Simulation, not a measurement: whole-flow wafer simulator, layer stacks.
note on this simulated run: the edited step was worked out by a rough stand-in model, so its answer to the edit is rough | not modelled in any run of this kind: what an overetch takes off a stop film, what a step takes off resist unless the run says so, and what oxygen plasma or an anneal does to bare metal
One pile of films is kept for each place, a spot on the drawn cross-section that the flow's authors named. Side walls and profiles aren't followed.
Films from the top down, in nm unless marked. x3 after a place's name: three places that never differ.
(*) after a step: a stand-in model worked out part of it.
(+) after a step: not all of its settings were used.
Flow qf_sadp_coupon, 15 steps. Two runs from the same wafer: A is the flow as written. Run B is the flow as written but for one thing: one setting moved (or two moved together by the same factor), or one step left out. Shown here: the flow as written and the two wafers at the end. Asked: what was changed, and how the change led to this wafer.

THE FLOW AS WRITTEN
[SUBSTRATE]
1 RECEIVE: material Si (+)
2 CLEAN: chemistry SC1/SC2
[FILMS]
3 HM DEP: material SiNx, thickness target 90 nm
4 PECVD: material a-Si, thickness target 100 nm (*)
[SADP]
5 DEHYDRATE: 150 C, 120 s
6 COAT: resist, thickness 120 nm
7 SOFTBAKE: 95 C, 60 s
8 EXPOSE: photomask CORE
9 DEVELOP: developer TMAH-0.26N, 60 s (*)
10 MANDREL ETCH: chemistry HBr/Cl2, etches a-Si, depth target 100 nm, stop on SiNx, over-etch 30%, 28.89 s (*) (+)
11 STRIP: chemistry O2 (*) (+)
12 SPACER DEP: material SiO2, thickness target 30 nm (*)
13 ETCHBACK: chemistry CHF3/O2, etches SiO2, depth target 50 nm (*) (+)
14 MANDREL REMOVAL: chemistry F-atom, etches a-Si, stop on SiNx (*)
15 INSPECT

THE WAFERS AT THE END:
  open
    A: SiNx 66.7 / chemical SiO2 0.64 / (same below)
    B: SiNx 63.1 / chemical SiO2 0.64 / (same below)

The cause: step 4, PECVD: thickness target 75 nm was run, where the flow has thickness target 100 nm.

How the change led to this, step by step:
  4 PECVD: material a-Si, thickness target 100 nm (*)
      m, open: A a-Si +100 (new film) | B a-Si +75 (new film)
  10 MANDREL ETCH: chemistry HBr/Cl2, etches a-Si, depth target 100 nm, stop on SiNx, over-etch 30%, 28.89 s (*) (+)
      open: A a-Si -100 (all of it), SiNx -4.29 | B a-Si -75 (all of it), SiNx -7.86
  14 MANDREL REMOVAL: chemistry F-atom, etches a-Si, stop on SiNx (*)
      m: A a-Si -95.8 (all of it) | B a-Si -70.8 (all of it)
